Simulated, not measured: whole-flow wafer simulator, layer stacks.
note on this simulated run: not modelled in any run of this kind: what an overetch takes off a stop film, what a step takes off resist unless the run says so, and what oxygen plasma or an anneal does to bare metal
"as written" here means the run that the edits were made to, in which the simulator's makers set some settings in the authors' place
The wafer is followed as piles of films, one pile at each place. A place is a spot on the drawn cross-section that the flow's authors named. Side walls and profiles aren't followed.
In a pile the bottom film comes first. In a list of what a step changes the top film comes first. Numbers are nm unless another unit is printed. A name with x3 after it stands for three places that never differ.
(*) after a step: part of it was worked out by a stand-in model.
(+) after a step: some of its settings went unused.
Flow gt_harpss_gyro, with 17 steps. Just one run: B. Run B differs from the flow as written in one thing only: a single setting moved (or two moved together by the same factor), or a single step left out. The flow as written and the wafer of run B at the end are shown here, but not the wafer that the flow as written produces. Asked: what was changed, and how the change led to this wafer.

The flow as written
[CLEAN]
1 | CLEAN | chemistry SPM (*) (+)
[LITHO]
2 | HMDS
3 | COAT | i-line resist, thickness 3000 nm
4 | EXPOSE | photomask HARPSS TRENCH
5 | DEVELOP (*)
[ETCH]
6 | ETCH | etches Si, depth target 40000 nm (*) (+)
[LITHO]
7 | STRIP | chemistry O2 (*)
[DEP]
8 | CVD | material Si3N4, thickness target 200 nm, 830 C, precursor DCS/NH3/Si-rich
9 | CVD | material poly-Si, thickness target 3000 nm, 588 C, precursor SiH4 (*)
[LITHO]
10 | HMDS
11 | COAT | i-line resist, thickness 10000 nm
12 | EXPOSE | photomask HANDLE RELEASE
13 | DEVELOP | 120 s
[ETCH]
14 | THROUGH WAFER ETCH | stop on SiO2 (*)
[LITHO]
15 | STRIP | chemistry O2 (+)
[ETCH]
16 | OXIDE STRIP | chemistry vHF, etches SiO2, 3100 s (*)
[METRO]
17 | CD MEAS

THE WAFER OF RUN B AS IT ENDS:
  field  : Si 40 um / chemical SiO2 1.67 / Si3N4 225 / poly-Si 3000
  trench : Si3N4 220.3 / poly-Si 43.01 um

The reason: step 8, CVD: thickness target 225 nm was run, whereas the flow has thickness target 200 nm.
One can read it off the wafer: field has Si3N4 225, and step 8 as written asks for 200 nm.

Step by step, how the change led to this:
  8 | CVD | material Si3N4, thickness target 200 nm, 830 C, precursor DCS/NH3/Si-rich
      field: +225 Si3N4 (new film) (as written it would have been: +200 Si3N4 (new film))
      trench: +220.3 Si3N4 (new film) (as written it would have been: +195.9 Si3N4 (new film))
